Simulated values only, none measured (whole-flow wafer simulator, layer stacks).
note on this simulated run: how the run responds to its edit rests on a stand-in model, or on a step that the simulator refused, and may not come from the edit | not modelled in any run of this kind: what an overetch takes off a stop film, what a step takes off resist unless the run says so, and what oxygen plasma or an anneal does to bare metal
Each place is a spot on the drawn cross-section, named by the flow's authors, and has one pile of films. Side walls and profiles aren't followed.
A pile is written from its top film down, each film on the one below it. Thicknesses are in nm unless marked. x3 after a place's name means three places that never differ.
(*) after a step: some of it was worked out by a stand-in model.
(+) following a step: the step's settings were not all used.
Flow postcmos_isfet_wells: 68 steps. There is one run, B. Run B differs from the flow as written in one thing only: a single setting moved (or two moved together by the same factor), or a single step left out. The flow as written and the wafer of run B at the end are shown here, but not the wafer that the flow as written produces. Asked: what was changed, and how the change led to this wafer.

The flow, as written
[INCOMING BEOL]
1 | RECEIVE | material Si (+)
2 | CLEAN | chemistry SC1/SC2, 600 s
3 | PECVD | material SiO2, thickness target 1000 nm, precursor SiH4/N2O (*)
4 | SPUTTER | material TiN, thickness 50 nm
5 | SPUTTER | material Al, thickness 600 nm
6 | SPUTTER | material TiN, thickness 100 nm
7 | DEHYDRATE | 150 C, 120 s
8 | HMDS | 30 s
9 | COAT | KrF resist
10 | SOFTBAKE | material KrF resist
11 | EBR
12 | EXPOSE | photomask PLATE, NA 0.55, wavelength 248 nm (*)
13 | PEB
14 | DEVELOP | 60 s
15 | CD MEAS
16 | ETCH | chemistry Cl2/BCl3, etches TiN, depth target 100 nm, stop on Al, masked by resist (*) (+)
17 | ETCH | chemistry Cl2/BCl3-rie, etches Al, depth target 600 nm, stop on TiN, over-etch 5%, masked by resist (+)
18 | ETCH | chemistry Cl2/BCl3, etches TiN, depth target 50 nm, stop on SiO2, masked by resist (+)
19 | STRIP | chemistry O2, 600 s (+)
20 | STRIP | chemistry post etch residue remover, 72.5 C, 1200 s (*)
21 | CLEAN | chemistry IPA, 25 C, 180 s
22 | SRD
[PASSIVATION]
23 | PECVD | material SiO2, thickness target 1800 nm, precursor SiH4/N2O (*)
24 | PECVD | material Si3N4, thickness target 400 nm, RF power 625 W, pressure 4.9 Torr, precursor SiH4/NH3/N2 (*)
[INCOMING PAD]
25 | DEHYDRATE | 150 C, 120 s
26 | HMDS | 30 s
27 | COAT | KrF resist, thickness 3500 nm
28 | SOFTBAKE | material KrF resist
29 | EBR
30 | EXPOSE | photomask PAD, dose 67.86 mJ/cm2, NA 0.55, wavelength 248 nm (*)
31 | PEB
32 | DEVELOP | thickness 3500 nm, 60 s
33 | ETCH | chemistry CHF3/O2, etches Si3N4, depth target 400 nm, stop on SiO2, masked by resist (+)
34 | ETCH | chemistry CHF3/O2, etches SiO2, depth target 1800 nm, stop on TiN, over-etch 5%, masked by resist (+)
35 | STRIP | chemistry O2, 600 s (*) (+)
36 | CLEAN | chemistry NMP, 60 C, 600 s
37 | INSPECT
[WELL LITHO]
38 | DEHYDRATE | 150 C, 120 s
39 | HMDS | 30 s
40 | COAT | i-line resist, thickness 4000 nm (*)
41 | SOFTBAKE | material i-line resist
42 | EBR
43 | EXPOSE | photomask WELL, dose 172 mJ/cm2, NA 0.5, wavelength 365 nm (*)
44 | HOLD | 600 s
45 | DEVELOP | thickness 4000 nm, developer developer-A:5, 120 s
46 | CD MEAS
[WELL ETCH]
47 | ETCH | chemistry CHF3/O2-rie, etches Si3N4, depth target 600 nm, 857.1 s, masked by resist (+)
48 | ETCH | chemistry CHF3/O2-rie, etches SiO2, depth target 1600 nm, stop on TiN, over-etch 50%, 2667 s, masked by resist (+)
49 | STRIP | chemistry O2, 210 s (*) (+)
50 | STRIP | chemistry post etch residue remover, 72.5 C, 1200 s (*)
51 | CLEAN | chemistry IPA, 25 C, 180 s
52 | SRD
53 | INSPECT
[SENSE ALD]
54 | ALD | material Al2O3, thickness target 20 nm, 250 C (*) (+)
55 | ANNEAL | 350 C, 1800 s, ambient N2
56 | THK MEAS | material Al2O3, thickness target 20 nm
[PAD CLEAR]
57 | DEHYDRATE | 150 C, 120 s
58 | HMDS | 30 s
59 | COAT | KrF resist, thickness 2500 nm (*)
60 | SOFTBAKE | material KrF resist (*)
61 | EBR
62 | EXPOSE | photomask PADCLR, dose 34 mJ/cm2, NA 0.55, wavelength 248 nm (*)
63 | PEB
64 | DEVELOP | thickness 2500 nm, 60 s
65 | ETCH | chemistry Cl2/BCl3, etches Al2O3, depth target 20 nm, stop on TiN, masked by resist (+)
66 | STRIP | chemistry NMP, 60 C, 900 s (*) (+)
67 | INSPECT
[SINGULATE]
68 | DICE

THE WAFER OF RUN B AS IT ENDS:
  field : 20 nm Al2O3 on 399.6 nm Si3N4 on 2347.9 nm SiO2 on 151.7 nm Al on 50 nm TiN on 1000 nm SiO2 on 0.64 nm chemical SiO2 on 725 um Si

What caused this: step 17, ETCH: depth target 392.6 nm was run, whereas the flow has depth target 600 nm.

The path from the change to this, step by step:
  17 | ETCH | chemistry Cl2/BCl3-rie, etches Al, depth target 600 nm, stop on TiN, over-etch 5%, masked by resist (+)
      field: -392.6 Al (it would be, as written: -600 Al (all of it))
      margin, well900, well1300, well2000, well3000, pad_rim, pad_clr, pad_open: -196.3 KrF resist (it would be, as written: -300 KrF resist)
  18 | ETCH | chemistry Cl2/BCl3, etches TiN, depth target 50 nm, stop on SiO2, masked by resist (+)
      field: -50 Al (it would be, as written: -50 TiN (all of it))
  19 | STRIP | chemistry O2, 600 s (+)
      margin, well900, well1300, well2000, well3000, pad_rim, pad_clr, pad_open: -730 KrF resist (all of it) (it would be, as written: -626.3 KrF resist (all of it))
  20 | STRIP | chemistry post etch residue remover, 72.5 C, 1200 s (*)
      field: -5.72 Al (it would be, as written: nothing)
  23 | PECVD | material SiO2, thickness target 1800 nm, precursor SiH4/N2O (*)
      field: +2347.9 SiO2 (new film) (it would be, as written: +1800 SiO2 (new film), +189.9 void (new film), +559.7 SiO2)
With metal films that touch counted as one body, field has 1 body; the flow as written gives 0 bodies.
